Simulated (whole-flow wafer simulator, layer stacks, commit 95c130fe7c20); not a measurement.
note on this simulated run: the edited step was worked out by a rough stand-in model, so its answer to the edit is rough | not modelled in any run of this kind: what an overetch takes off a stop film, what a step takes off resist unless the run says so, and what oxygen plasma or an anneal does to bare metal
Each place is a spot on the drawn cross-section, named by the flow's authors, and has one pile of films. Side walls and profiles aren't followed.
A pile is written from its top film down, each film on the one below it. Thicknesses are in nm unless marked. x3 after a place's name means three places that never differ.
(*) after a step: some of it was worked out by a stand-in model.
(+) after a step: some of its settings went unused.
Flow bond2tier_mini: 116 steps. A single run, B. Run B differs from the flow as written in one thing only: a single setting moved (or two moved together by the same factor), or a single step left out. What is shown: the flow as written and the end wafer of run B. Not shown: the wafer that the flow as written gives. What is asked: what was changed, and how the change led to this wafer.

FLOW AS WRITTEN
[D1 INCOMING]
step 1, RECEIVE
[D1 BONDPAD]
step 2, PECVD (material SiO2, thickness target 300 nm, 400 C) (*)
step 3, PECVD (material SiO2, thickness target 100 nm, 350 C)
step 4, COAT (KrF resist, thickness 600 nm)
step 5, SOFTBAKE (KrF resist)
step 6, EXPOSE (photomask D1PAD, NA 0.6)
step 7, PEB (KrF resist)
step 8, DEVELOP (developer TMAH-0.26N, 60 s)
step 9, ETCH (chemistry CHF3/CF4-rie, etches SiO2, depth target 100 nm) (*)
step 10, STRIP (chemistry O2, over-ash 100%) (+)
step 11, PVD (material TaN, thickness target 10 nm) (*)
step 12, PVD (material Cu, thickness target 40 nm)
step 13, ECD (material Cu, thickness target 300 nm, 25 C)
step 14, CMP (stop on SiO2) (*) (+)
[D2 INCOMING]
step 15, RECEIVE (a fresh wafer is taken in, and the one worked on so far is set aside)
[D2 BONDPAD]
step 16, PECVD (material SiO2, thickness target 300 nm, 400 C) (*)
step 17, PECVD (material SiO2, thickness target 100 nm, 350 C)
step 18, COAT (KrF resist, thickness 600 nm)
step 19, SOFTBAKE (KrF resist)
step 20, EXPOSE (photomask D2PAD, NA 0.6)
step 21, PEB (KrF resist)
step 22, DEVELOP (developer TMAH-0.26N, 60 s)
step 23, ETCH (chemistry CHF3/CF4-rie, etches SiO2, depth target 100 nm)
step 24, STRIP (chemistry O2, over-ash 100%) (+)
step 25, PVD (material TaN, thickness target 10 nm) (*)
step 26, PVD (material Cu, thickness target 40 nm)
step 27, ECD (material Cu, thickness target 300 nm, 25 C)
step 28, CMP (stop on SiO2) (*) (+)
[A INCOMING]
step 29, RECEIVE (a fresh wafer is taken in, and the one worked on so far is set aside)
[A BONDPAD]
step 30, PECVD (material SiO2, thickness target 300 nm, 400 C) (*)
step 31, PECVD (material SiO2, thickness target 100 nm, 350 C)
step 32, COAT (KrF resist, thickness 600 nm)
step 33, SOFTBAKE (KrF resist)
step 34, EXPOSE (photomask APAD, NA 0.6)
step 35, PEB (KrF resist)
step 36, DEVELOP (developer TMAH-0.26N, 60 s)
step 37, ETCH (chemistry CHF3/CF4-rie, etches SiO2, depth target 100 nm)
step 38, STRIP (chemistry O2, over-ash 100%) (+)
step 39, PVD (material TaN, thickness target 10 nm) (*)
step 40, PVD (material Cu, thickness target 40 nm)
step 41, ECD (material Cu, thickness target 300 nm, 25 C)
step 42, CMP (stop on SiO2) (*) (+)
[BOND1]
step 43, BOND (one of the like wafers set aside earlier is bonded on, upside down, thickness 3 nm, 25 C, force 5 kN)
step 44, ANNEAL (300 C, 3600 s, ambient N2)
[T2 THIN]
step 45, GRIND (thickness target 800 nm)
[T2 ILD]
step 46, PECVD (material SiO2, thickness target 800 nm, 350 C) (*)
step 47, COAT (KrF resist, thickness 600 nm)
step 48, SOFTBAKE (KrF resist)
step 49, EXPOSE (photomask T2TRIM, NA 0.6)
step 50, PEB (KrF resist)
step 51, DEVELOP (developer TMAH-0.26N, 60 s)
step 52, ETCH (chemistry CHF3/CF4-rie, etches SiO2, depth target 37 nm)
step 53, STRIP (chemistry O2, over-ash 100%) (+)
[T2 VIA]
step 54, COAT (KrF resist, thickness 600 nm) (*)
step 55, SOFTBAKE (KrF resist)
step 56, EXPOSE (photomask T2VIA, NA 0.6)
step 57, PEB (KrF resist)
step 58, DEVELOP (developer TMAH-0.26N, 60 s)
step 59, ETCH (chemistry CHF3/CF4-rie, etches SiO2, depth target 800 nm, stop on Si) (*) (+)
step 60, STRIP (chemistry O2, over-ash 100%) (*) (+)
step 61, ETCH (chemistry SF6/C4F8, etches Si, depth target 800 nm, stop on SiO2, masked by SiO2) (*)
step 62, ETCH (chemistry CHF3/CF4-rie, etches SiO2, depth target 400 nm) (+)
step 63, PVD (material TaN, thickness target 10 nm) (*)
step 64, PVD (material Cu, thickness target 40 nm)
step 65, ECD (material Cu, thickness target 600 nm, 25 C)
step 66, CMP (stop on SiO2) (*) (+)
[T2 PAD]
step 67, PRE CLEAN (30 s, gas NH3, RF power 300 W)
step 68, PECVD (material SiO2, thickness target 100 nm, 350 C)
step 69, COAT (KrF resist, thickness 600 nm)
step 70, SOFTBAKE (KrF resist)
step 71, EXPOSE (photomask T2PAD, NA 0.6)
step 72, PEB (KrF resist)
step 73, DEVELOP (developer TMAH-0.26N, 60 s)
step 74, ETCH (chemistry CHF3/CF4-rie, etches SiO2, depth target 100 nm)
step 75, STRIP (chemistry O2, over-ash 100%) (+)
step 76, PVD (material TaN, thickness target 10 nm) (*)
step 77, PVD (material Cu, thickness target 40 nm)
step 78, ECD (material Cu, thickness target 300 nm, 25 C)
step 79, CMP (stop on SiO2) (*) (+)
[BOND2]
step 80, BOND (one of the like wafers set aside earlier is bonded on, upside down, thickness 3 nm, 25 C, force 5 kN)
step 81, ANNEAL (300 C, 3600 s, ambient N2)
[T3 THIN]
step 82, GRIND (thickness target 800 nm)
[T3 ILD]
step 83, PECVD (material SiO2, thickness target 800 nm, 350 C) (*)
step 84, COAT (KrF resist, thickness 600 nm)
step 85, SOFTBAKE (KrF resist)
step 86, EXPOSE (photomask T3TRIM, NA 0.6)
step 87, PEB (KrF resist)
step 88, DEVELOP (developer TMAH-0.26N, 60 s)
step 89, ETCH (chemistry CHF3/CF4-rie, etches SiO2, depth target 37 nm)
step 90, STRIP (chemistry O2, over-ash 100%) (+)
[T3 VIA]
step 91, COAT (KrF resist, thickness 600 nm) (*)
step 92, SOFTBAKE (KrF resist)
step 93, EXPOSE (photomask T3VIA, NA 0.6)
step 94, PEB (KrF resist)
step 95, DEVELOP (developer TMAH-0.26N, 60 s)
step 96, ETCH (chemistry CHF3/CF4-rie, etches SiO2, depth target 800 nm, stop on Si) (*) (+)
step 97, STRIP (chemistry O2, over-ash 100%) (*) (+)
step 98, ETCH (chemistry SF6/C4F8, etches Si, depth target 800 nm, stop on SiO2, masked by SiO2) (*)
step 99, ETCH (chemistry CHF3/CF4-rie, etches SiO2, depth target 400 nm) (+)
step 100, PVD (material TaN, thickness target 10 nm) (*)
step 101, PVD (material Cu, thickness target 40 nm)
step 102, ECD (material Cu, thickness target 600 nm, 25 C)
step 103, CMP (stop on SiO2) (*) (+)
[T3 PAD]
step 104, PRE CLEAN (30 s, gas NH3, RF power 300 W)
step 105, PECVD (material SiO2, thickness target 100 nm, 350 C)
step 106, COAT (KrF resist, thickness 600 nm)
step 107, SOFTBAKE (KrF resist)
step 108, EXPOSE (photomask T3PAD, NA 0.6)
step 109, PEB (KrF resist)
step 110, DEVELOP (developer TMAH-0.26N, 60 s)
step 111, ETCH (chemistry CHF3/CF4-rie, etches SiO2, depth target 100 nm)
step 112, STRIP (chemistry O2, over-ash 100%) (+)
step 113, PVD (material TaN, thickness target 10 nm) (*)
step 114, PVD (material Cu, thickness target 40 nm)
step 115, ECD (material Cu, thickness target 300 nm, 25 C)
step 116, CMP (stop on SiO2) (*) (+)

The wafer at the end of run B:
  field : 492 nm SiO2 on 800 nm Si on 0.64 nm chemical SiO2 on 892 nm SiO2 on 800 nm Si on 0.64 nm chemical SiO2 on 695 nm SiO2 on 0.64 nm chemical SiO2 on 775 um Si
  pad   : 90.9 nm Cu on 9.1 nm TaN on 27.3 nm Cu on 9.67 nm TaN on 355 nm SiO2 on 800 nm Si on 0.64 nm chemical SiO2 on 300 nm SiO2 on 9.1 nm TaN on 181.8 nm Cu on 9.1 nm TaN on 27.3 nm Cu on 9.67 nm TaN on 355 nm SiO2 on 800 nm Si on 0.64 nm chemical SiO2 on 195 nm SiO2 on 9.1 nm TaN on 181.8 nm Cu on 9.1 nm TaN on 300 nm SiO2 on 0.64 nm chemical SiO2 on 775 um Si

The reason: step 2, PECVD: thickness target 195 nm was run, while the flow as written has thickness target 300 nm.
One can read it off the wafer: pad has SiO2 195, and step 2 as written asks for 300 nm.

How this came from the change, step by step:
  step 2, PECVD (material SiO2, thickness target 300 nm, 400 C) (*)
      field, pad, via: SiO2 gains 195 (new film) (as written it would have been: SiO2 gains 300 (new film))
  step 43, BOND (one of the like wafers set aside earlier is bonded on, upside down, thickness 3 nm, 25 C, force 5 kN)
      field: Si gains 775 um (new film), chemical SiO2 gains 0.64 (new film), SiO2 gains 295 (as written it would have been: Si gains 775 um (new film), chemical SiO2 gains 0.64 (new film), SiO2 gains 400)
      pad: Si gains 775 um (new film), chemical SiO2 gains 0.64 (new film), SiO2 gains 195 (new film), TaN gains 9.1 (new film), Cu gains 90.9 (as written it would have been: Si gains 775 um (new film), chemical SiO2 gains 0.64 (new film), SiO2 gains 300 (new film), TaN gains 9.1 (new film), Cu gains 90.9)
      (and at 1 other place as well)
